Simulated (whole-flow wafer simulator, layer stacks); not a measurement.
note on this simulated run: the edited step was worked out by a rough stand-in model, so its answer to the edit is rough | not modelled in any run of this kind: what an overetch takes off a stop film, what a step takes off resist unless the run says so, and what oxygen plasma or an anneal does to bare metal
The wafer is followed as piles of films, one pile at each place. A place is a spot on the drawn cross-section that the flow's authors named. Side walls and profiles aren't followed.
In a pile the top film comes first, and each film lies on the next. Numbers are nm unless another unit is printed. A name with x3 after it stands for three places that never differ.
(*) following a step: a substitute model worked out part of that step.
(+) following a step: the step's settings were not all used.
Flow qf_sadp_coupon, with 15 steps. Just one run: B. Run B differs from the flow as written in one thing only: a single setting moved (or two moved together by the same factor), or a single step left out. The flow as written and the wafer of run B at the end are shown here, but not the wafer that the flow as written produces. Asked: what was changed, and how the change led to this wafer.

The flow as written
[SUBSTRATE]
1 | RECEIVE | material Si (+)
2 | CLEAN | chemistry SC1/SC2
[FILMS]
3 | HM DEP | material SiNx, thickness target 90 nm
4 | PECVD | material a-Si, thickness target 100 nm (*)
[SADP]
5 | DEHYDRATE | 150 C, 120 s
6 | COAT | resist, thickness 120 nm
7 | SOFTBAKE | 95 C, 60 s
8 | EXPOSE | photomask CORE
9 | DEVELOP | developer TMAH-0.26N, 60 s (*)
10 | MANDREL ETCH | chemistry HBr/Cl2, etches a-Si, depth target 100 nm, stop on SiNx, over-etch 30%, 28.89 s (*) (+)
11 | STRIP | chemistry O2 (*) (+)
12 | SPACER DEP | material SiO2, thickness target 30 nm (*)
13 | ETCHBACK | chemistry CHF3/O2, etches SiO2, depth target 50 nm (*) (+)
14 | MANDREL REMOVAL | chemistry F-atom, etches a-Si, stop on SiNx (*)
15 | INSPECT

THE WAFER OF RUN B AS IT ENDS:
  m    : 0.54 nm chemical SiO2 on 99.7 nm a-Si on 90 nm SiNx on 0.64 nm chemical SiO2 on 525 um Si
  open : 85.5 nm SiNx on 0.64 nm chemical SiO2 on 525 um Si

The reason: step 13, ETCHBACK: depth target 30.2 nm was run, while the flow as written has depth target 50 nm.

How this came from the change, step by step:
  13 | ETCHBACK | chemistry CHF3/O2, etches SiO2, depth target 50 nm (*) (+)
      m: -30 SiO2 (all of it), -0.2 chemical SiO2 (it would be, as written: -30 SiO2 (all of it), -0.74 chemical SiO2 (all of it), -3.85 a-Si)
      open: -30 SiO2 (all of it), -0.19 SiNx (it would be, as written: -30 SiO2 (all of it), -19 SiNx)
  14 | MANDREL REMOVAL | chemistry F-atom, etches a-Si, stop on SiNx (*)
      m: nothing (it would be, as written: -95.8 a-Si (all of it))
